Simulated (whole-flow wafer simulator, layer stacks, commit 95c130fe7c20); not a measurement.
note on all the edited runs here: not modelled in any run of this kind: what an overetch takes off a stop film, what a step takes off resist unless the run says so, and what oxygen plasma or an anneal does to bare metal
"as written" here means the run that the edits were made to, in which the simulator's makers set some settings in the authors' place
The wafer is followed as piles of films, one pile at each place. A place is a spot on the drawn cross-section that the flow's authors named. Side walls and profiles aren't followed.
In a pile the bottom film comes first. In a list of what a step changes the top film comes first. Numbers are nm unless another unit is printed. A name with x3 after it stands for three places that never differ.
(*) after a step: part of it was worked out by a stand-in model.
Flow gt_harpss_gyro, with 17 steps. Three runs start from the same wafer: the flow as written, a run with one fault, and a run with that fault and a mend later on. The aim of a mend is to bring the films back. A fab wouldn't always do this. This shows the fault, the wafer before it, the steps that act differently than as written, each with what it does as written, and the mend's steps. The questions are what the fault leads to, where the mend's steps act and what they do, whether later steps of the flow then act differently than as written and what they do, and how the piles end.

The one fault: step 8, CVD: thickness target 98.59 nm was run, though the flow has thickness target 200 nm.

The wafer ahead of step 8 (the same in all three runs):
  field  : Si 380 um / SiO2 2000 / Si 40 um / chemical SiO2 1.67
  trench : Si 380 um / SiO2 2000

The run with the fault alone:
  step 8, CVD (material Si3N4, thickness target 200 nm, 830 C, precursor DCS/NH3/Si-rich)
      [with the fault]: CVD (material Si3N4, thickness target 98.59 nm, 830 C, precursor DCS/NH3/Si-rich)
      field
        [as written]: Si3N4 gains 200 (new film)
        [with the fault]: Si3N4 gains 98.6 (new film)
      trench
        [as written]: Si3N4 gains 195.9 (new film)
        [with the fault]: Si3N4 gains 96.8 (new film)
  Steps later in the flow that act otherwise than as written:
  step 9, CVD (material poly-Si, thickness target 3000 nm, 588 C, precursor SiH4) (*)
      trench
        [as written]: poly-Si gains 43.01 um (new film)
        [with the fault]: poly-Si gains 43 um (new film)
  The piles end different from the flow's at field, trench by more than 2% or 0.5 nm, whichever is larger.
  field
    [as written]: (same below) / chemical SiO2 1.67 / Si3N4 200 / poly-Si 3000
    [with the fault]: (same below) / chemical SiO2 1.67 / Si3N4 98.6 / poly-Si 3000
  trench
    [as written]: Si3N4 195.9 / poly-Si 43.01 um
    [with the fault]: Si3N4 96.8 / poly-Si 43 um

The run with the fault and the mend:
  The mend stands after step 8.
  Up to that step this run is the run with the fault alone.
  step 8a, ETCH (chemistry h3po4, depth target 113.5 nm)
      field
        Si3N4 loses 98.6 (all of it)
      trench
        Si3N4 loses 96.8 (all of it)
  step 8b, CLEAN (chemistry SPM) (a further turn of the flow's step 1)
      leaves every film unchanged at each place that is followed
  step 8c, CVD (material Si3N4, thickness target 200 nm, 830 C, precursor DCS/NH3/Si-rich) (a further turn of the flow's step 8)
      field
        Si3N4 gains 200 (new film)
      trench
        Si3N4 gains 195.9 (new film)
  None of the later steps of the flow acts differently than as written at any place that is followed.
  At every place that both follow, the piles at the end match the flow's.
